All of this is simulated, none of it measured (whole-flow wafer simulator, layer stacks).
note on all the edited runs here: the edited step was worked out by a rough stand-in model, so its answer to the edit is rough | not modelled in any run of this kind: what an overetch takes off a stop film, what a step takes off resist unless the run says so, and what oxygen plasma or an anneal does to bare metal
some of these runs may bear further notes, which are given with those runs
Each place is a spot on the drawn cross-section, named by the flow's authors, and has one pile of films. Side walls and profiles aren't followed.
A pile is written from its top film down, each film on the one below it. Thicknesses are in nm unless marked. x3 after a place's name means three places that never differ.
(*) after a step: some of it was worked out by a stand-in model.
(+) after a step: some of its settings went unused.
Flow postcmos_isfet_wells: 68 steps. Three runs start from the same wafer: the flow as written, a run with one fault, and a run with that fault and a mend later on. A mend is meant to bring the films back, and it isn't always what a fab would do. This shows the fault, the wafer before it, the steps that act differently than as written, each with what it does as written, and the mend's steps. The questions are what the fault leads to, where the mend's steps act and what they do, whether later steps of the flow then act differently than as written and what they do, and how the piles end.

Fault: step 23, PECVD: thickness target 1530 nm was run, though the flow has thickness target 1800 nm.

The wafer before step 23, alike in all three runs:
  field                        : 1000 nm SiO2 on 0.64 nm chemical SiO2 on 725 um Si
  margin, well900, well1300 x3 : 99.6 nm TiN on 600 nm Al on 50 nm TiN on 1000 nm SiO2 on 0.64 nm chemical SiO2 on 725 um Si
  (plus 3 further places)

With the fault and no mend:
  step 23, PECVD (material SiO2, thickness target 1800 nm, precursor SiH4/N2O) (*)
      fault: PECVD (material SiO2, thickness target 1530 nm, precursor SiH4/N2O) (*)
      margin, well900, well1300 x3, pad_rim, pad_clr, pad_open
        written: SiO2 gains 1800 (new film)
        fault: SiO2 gains 1530 (new film)
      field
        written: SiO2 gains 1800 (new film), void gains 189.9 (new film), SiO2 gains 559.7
        fault: SiO2 gains 1530 (new film), void gains 190 (new film), SiO2 gains 559.6
  Steps further on in the flow that do not act as written (1 more step, not shown, differs only slightly: by at most 2% or 0.5 nm, whichever is larger):
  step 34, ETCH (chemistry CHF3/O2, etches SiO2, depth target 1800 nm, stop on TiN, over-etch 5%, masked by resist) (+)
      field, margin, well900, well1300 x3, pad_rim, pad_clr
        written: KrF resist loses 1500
        fault: KrF resist loses 1338.8
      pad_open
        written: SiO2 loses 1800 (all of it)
        fault: SiO2 loses 1530 (all of it)
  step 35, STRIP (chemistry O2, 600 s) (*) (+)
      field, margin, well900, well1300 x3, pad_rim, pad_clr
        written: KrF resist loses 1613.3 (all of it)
        fault: KrF resist loses 1774.6 (all of it)
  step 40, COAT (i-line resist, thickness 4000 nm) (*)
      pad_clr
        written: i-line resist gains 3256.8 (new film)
        fault: i-line resist gains 3341.4 (new film)
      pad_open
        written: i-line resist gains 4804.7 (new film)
        fault: i-line resist gains 4707.7 (new film)
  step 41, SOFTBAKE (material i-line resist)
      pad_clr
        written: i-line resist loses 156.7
        fault: i-line resist loses 130.1
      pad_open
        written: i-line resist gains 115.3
        fault: i-line resist gains 103.2
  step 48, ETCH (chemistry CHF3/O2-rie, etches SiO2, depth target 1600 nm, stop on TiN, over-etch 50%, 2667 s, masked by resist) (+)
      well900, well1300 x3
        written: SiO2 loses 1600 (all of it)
        fault: SiO2 loses 1330 (all of it)
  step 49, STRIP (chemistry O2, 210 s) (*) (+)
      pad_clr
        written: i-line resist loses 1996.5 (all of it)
        fault: i-line resist loses 2107.7 (all of it)
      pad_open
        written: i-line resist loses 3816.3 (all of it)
        fault: i-line resist loses 3707.3 (all of it)
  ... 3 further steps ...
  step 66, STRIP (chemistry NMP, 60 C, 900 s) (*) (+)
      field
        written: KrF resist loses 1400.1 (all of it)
        fault: KrF resist loses 1528.2 (all of it)
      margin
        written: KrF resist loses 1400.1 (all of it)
        fault: KrF resist loses 1528.1 (all of it)
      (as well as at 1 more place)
  At field, margin, pad_rim, pad_clr, the piles at the end differ from the flow's by more than 2% or 0.5 nm, whichever is larger.
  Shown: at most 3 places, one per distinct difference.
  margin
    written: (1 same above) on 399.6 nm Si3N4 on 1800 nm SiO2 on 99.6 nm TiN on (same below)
    fault: (1 same above) on 399.6 nm Si3N4 on 1530 nm SiO2 on 99.6 nm TiN on (same below)
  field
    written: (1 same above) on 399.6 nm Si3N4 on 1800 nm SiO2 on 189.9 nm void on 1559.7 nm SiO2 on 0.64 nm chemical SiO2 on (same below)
    fault: (1 same above) on 399.6 nm Si3N4 on 1530 nm SiO2 on 190 nm void on 1559.6 nm SiO2 on 0.64 nm chemical SiO2 on (same below)
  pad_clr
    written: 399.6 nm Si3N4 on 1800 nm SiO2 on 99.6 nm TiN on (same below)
    fault: 399.6 nm Si3N4 on 1530 nm SiO2 on 99.6 nm TiN on (same below)

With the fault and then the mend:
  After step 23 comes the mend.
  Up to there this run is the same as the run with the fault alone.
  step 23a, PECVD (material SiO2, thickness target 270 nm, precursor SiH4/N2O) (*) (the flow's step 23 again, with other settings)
      field, margin, well900, well1300 x3, pad_rim, pad_clr, pad_open
        SiO2 gains 270
  Every later step of the flow that is run acts as written at every place that is followed.
  At the end the piles are close to the flow's at the places that both follow, differing by at most 2% or 0.5 nm, whichever is larger.
